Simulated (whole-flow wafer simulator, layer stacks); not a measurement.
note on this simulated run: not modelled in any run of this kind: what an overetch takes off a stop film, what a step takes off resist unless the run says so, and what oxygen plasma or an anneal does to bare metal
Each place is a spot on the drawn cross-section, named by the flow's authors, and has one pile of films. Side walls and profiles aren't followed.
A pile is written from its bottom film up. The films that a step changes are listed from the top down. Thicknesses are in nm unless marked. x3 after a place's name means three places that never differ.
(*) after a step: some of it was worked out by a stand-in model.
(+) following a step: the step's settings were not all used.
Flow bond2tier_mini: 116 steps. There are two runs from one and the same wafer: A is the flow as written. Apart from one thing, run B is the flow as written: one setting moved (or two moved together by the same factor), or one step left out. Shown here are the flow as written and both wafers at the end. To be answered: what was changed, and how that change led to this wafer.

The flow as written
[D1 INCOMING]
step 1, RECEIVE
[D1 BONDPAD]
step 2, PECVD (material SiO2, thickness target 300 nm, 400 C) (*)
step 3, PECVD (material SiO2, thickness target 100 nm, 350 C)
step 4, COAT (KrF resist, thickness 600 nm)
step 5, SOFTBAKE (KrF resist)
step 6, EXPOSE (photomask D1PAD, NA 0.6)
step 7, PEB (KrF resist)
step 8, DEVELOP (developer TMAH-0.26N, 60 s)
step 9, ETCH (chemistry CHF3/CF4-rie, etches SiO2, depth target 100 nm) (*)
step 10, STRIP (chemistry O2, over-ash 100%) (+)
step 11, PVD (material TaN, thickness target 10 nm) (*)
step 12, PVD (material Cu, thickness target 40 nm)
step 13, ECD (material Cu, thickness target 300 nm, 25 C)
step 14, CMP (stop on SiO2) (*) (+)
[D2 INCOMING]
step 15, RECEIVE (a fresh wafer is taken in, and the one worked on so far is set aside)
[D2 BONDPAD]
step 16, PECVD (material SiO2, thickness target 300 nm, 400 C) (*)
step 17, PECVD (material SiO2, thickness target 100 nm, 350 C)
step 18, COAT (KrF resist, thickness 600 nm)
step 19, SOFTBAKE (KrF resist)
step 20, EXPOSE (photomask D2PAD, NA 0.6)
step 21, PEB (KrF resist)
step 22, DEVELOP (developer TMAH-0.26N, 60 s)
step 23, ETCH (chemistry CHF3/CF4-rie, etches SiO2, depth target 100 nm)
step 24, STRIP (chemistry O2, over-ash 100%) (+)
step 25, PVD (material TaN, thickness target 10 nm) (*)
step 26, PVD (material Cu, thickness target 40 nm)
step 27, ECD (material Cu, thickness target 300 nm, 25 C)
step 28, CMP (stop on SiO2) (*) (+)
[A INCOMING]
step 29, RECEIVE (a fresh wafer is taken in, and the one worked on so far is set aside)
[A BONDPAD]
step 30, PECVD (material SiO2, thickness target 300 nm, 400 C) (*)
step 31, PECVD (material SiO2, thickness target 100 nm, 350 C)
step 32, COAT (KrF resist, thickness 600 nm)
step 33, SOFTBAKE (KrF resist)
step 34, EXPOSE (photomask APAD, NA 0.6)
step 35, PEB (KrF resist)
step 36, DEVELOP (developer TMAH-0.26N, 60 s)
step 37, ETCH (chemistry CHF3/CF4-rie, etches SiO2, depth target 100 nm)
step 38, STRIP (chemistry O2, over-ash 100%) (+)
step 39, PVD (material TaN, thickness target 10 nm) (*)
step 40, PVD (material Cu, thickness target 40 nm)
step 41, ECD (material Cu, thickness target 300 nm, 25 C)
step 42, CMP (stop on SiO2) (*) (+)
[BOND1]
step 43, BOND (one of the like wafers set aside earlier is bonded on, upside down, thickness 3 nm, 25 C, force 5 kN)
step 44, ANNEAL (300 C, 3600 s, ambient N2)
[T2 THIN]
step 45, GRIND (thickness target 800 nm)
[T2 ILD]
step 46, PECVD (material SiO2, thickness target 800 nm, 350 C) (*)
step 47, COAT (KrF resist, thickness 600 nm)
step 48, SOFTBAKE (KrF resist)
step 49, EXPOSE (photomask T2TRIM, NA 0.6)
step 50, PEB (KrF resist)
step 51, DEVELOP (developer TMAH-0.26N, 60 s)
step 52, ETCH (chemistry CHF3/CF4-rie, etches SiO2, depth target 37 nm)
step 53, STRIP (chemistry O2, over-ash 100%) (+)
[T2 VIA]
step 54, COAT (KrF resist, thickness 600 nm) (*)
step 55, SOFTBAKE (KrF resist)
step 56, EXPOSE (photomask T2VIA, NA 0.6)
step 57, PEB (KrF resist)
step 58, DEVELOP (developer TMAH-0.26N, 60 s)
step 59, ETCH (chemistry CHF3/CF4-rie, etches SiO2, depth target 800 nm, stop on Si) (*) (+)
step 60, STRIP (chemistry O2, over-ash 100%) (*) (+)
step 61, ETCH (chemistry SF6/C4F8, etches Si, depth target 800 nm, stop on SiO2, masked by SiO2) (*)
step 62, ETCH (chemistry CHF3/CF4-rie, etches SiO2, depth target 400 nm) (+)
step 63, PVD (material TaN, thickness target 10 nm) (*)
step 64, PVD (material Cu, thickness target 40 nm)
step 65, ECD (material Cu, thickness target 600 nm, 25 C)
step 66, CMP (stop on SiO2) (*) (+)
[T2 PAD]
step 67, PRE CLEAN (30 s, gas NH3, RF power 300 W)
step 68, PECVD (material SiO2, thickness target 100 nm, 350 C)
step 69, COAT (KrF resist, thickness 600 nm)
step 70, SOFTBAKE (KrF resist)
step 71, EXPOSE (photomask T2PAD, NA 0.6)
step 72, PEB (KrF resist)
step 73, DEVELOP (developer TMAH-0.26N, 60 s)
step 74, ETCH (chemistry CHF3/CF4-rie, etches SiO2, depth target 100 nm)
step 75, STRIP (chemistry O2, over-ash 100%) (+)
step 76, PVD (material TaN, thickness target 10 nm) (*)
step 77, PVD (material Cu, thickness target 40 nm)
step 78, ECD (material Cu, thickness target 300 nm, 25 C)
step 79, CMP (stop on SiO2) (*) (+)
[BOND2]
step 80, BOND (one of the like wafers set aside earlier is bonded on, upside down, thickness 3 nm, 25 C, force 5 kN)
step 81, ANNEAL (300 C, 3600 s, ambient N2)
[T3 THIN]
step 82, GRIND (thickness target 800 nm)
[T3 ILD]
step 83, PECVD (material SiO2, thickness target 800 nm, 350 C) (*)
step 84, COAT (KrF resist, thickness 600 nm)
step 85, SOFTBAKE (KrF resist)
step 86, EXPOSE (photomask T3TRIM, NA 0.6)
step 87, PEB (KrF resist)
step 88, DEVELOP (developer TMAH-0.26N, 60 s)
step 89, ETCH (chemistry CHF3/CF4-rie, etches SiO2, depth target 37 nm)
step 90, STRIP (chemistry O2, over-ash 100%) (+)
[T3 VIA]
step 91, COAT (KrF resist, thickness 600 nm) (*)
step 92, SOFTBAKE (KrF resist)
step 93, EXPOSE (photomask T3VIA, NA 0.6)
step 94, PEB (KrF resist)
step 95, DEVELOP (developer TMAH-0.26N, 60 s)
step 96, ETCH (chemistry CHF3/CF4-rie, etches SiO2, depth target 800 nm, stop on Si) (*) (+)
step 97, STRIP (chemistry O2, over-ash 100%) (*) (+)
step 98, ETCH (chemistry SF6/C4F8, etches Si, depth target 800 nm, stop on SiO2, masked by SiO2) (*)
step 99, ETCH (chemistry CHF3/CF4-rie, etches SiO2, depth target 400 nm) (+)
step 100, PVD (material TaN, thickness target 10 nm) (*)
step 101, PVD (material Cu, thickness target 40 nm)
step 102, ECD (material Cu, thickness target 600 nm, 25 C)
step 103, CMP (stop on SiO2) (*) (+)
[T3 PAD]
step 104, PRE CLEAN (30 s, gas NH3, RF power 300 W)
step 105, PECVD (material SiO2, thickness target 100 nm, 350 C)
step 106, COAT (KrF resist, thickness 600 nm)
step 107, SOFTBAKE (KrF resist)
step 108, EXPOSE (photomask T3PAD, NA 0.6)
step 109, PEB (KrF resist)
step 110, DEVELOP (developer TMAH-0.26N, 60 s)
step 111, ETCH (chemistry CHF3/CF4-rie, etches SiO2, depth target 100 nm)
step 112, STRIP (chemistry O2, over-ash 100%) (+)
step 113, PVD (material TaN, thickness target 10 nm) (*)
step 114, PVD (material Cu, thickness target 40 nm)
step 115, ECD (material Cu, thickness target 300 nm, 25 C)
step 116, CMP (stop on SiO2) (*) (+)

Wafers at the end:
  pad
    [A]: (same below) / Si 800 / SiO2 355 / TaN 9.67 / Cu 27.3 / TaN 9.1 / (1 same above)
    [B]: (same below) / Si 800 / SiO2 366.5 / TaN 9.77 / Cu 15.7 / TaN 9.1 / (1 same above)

What caused this: step 89, ETCH: depth target 25.5 nm was run, while the flow as written has depth target 37 nm.

How this came from the change, step by step:
  step 89, ETCH (chemistry CHF3/CF4-rie, etches SiO2, depth target 37 nm)
      field: A -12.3 KrF resist | B -8.5 KrF resist
      pad: A -37 SiO2 | B -25.5 SiO2
